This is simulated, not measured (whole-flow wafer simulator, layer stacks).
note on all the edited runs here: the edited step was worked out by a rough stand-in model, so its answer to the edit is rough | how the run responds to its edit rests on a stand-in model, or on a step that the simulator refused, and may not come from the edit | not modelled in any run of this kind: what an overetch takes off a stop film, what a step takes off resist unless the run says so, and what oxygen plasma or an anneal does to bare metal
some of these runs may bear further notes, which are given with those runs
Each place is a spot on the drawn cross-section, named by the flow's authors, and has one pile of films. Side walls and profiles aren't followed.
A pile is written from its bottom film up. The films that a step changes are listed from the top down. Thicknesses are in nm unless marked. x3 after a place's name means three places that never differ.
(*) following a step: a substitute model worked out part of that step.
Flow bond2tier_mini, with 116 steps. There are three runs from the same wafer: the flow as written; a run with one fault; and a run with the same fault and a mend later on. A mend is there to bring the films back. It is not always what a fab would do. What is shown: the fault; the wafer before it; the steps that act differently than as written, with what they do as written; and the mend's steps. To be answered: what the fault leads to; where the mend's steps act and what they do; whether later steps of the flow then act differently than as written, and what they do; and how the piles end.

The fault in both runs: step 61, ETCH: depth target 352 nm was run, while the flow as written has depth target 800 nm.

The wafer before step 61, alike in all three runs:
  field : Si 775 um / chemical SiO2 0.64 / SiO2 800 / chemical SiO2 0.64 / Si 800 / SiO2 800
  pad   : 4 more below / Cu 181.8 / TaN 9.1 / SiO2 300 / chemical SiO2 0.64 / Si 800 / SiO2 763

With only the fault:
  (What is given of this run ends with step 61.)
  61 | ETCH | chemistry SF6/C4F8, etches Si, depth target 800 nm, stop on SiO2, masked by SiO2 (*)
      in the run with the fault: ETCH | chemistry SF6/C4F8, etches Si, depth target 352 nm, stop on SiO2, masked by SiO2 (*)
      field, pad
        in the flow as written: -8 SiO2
        in the run with the fault: -3.52 SiO2
  After step 61 the piles are close to the flow's at the places that both follow, differing by at most 2% or 0.5 nm, whichever is larger.

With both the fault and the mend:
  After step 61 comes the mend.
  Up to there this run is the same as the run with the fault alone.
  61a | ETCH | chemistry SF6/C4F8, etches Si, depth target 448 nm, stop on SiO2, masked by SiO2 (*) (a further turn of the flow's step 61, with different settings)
      field, pad
        -4.48 SiO2
  None of the later steps of the flow acts differently than as written at any place that is followed.
  The piles end the same as the flow's at every place that both follow.
